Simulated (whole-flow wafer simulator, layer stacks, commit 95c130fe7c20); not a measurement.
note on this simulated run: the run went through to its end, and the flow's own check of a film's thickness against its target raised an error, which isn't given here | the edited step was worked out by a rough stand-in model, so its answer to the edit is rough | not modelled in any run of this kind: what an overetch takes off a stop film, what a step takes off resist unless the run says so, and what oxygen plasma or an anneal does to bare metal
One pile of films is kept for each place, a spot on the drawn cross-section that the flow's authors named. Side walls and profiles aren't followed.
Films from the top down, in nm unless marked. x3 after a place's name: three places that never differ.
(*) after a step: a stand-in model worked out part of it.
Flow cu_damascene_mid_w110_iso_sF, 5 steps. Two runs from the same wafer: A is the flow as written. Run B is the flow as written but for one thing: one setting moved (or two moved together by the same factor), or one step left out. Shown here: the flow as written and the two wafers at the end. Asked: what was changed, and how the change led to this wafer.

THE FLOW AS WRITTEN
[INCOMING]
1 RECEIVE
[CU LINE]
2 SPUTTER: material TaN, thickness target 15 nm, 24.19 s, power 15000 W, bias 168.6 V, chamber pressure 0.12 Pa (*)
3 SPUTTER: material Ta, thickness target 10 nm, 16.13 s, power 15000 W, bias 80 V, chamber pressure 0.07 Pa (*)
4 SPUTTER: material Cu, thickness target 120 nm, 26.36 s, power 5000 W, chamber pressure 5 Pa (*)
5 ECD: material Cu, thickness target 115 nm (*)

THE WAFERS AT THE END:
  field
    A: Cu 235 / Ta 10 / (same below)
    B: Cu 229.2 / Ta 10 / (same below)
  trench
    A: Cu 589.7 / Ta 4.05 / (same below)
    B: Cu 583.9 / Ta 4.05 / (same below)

The cause: step 5, ECD: thickness target 109.2 nm was run, where the flow has thickness target 115 nm.

How the change led to this, step by step:
  5 ECD: material Cu, thickness target 115 nm (*)
      field: A Cu +115 | B Cu +109.2
